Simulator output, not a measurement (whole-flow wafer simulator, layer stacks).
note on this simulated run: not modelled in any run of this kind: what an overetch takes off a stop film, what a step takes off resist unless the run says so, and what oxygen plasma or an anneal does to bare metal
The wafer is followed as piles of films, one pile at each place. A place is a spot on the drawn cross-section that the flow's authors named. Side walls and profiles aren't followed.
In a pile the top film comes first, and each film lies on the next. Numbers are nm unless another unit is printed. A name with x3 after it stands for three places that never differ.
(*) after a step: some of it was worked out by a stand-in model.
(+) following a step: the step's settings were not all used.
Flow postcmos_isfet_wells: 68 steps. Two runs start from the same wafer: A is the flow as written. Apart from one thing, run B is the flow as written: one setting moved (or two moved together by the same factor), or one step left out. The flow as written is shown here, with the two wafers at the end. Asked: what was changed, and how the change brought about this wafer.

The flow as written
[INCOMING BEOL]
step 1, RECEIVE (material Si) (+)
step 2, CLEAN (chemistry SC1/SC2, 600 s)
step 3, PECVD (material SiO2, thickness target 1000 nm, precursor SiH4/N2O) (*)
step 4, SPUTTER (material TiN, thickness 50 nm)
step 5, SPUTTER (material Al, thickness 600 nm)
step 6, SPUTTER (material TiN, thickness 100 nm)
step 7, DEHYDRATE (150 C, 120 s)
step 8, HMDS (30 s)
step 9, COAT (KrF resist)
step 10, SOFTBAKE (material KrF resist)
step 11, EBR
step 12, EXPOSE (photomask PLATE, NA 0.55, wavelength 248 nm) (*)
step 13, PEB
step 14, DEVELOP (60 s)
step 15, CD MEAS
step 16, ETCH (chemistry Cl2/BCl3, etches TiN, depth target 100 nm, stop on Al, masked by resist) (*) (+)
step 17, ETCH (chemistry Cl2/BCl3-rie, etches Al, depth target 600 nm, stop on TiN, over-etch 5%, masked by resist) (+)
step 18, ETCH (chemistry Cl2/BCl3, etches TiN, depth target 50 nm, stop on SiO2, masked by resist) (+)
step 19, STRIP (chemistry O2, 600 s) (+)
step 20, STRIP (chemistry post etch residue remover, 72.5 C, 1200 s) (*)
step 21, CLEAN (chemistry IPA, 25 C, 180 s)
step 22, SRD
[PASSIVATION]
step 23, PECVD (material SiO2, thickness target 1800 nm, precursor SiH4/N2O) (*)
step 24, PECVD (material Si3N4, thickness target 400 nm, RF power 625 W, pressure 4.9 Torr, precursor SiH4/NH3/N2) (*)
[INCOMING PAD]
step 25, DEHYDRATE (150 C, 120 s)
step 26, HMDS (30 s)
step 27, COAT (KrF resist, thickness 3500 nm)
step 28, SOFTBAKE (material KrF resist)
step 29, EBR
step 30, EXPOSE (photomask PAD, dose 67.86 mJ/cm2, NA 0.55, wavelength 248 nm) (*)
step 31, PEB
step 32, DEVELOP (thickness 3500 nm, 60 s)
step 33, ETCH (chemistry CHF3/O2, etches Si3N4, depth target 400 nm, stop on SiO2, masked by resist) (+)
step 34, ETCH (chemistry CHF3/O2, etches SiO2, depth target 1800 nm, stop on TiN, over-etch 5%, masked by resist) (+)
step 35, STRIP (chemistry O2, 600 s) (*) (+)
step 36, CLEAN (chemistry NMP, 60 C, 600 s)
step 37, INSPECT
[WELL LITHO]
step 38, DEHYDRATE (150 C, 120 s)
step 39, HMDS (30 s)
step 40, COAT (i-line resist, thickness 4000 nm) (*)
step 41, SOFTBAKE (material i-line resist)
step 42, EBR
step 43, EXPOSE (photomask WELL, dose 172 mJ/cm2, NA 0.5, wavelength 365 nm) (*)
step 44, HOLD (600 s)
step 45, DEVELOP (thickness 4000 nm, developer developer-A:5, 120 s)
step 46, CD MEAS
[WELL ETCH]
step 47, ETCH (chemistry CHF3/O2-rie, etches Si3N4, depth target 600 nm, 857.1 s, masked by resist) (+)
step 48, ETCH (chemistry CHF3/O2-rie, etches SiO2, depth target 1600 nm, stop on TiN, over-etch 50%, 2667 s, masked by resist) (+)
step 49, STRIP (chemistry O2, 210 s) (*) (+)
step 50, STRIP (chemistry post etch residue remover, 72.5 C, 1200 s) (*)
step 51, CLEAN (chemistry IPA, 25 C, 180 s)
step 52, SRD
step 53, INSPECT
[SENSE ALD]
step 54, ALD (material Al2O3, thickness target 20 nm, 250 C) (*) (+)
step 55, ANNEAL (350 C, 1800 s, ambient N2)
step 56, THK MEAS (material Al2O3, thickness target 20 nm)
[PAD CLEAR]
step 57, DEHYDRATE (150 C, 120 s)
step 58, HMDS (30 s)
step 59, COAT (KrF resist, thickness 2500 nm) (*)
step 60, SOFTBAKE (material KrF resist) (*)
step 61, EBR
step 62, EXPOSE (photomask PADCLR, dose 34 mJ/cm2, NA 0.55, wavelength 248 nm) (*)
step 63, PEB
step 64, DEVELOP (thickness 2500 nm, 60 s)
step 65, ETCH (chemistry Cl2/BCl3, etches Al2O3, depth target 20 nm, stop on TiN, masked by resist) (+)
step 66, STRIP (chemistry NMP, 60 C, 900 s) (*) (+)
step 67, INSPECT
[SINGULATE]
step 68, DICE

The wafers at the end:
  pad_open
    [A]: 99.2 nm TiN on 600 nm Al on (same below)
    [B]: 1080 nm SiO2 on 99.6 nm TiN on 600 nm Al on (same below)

Cause: step 34, ETCH: depth target 720 nm was run, though the flow has depth target 1800 nm.

Step by step, how the change led to this:
  step 34, ETCH (chemistry CHF3/O2, etches SiO2, depth target 1800 nm, stop on TiN, over-etch 5%, masked by resist) (+)
      pad_open: A -1800 SiO2 (all of it) | B -720 SiO2
      field, margin, well900, well1300 x3, pad_rim, pad_clr: A -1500 KrF resist | B -600 KrF resist
  step 35, STRIP (chemistry O2, 600 s) (*) (+)
      field, margin, well900, well1300 x3, pad_rim, pad_clr: A -1638.4 KrF resist (all of it) | B -2538.4 KrF resist (all of it)
  step 40, COAT (i-line resist, thickness 4000 nm) (*)
      pad_clr: A +3256.8 i-line resist (new film) | B +3605.5 i-line resist (new film)
      pad_open: A +4804.7 i-line resist (new film) | B +4414.1 i-line resist (new film)
  step 41, SOFTBAKE (material i-line resist)
      pad_clr: A -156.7 i-line resist | B -60.6 i-line resist
      pad_open: A +115.3 i-line resist | B +62.4 i-line resist
  step 49, STRIP (chemistry O2, 210 s) (*) (+)
      pad_clr: A -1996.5 i-line resist (all of it) | B -2441.2 i-line resist (all of it)
      pad_open: A -3816.3 i-line resist (all of it) | B -3372.9 i-line resist (all of it)
  step 59, COAT (KrF resist, thickness 2500 nm) (*)
      pad_rim: A +1976.4 KrF resist (new film) | B +2227.7 KrF resist (new film)
      pad_clr: A +1691.6 KrF resist (new film) | B +2068.4 KrF resist (new film)
      (as well as at 1 more place)
  step 60, SOFTBAKE (material KrF resist) (*)
      pad_rim: A nothing | B -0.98 KrF resist
      pad_clr: A -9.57 KrF resist | B -4.21 KrF resist
  step 64, DEVELOP (thickness 2500 nm, 60 s)
      pad_clr: A -1682 KrF resist (all of it) | B -2064.2 KrF resist (all of it)
      pad_open: A -3067.2 KrF resist (all of it) | B -2791.1 KrF resist (all of it)
  step 66, STRIP (chemistry NMP, 60 C, 900 s) (*) (+)
      pad_rim: A -1937.7 KrF resist (all of it) | B -2188 KrF resist (all of it)
